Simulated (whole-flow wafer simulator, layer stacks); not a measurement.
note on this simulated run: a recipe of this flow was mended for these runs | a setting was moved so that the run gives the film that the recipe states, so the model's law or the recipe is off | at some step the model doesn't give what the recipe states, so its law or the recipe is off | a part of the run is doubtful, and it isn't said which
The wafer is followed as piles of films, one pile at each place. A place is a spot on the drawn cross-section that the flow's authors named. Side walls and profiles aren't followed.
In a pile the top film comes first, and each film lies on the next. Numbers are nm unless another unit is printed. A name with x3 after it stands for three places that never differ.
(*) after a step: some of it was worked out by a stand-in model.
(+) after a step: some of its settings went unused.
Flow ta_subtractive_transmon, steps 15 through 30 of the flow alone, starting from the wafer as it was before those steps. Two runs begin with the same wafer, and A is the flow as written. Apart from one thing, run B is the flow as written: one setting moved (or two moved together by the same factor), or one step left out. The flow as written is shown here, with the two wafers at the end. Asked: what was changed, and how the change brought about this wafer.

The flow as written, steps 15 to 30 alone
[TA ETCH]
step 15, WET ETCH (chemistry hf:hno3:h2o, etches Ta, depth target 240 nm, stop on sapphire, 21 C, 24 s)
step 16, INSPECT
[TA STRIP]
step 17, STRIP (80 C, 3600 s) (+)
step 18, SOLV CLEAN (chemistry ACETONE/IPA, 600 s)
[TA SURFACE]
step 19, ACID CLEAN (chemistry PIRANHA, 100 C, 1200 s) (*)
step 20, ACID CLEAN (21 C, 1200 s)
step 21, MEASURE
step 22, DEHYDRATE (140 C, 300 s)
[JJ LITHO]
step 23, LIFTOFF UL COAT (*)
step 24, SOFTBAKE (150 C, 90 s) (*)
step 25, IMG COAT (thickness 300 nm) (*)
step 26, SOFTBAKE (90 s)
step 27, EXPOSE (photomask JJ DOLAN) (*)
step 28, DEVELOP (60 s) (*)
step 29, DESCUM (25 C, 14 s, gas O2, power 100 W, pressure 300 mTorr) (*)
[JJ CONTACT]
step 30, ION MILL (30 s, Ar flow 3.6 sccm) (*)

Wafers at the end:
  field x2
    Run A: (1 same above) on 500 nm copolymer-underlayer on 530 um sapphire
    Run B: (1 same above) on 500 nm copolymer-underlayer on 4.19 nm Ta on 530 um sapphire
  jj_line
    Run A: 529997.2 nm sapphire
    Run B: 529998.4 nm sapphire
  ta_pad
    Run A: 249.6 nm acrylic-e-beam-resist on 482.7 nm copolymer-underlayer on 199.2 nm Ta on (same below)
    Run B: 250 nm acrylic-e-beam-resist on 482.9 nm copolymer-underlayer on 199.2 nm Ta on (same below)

The reason: step 15, WET ETCH: 19.5 s was run, though the flow has 24 s.

How this came from the change, step by step:
  step 15, WET ETCH (chemistry hf:hno3:h2o, etches Ta, depth target 240 nm, stop on sapphire, 21 C, 24 s)
      field x2, jj_line, lead: A -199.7 Ta (all of it) | B -195 Ta
  step 30, ION MILL (30 s, Ar flow 3.6 sccm) (*)
      jj_line, lead: A -2.8 sapphire | B -4.19 Ta (all of it), -1.56 sapphire
Taking metal films that touch as one body, field x2 has 1 body; the flow as written gives 0 bodies.
